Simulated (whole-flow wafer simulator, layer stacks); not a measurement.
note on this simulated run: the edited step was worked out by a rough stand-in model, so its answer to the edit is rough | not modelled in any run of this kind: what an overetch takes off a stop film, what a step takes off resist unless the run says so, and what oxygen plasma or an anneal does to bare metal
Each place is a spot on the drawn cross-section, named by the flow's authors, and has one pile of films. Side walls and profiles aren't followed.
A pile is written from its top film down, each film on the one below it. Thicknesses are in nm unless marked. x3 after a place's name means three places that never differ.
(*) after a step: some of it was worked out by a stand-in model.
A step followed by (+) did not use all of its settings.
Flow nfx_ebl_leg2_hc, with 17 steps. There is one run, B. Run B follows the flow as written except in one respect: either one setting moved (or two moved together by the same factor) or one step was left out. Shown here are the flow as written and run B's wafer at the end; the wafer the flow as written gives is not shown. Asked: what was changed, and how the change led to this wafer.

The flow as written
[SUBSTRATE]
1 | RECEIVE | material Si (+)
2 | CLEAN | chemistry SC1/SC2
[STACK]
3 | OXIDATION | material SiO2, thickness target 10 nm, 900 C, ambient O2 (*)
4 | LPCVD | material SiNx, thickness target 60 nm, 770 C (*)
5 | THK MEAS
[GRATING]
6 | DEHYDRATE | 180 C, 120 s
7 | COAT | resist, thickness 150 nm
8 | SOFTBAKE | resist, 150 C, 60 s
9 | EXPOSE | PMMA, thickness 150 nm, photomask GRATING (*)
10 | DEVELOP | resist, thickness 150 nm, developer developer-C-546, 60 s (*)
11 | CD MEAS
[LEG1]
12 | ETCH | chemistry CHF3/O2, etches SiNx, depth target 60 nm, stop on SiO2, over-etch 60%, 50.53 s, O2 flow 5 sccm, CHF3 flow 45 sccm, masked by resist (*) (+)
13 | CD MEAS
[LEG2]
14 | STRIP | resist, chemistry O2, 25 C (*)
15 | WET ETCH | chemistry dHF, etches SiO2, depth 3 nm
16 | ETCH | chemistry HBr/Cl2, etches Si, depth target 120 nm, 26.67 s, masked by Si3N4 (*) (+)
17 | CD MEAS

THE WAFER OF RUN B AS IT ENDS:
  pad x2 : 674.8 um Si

Cause: step 16, ETCH: depth target 192 nm was run, whereas the flow has depth target 120 nm.

The path from the change to this, step by step:
  16 | ETCH | chemistry HBr/Cl2, etches Si, depth target 120 nm, 26.67 s, masked by Si3N4 (*) (+)
      pad x2: -192 Si (as written it would have been: -120 Si)
